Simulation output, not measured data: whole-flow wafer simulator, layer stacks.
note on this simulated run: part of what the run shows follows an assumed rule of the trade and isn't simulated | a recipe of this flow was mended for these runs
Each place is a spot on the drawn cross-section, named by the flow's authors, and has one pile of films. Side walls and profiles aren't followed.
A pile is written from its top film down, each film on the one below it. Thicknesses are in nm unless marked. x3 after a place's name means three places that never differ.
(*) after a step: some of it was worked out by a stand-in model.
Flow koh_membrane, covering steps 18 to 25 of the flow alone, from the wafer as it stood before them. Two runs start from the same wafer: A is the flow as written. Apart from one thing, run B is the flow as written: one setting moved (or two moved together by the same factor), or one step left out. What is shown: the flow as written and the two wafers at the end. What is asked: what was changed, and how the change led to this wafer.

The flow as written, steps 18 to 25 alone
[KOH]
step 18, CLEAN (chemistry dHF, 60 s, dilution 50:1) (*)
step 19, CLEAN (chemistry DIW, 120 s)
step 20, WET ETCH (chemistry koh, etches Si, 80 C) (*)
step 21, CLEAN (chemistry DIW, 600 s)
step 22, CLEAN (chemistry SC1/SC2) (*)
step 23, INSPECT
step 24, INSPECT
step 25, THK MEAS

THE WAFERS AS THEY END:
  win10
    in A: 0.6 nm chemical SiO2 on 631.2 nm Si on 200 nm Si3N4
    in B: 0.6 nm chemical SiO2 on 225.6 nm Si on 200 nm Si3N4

The reason: step 20, WET ETCH: 96 C was run, while the flow as written has 80 C.

The path from the change to this, step by step:
  step 20, WET ETCH (chemistry koh, etches Si, 80 C) (*)
      win10: A -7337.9 Si | B -7743.4 Si
